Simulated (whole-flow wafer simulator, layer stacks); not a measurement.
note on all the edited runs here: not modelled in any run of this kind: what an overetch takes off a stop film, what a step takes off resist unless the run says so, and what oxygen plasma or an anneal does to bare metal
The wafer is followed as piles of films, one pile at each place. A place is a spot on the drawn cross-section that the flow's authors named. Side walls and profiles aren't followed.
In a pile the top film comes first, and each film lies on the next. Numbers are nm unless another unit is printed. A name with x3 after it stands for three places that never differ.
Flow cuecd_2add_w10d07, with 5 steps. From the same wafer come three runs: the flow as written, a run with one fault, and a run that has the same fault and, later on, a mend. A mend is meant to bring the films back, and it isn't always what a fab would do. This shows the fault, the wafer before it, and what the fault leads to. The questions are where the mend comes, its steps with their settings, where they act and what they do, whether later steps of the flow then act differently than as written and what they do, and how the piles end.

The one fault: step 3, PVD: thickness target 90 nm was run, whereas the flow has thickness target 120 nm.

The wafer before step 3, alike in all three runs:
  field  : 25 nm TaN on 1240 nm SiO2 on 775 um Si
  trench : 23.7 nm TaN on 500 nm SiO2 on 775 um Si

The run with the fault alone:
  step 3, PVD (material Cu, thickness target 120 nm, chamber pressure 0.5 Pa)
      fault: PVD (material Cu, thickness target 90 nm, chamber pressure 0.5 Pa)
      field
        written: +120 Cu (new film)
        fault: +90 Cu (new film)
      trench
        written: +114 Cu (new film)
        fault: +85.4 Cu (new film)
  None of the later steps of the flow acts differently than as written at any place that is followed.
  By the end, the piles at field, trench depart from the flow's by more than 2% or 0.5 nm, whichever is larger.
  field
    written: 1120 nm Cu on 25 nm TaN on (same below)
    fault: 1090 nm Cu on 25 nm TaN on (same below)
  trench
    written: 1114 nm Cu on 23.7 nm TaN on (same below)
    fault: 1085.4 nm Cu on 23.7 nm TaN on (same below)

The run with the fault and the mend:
  The mend stands after step 3.
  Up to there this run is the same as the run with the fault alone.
  step 3a, PVD (material Cu, thickness target 30 nm, chamber pressure 0.5 Pa) (the flow's step 3 again, with other settings)
      field
        +30 Cu
      trench
        +28.4 Cu
  None of the later steps of the flow acts differently than as written at any place that is followed.
  When the end is reached, the piles differ only a little from the flow's at the places that both follow, at most by 2% or 0.5 nm, whichever is larger.
